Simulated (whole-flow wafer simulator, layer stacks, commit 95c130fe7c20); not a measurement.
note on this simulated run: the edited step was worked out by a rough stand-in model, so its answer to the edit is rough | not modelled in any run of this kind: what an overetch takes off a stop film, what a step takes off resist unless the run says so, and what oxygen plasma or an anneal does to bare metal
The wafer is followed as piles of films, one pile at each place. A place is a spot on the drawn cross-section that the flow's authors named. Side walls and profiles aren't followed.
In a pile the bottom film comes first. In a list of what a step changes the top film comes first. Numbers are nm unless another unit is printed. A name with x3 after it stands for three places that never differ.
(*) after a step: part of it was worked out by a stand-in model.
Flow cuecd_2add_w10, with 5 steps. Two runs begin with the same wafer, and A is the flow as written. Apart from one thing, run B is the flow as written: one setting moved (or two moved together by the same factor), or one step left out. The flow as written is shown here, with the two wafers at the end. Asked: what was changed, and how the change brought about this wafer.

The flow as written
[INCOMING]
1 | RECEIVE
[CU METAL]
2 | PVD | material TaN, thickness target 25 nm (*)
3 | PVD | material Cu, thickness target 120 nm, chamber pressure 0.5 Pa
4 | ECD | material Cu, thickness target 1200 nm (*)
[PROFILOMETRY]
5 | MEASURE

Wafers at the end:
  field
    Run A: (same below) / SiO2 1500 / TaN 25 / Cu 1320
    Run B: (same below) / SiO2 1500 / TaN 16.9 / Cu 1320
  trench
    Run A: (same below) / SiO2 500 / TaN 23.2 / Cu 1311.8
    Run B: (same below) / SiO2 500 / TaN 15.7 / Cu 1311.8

The reason: step 2, PVD: thickness target 16.9 nm was run, while the flow as written has thickness target 25 nm.
One can read it off the wafer: field has TaN 16.9, and step 2 as written asks for 25 nm.

How this came from the change, step by step:
  2 | PVD | material TaN, thickness target 25 nm (*)
      field: A +25 TaN (new film) | B +16.9 TaN (new film)
      trench: A +23.2 TaN (new film) | B +15.7 TaN (new film)
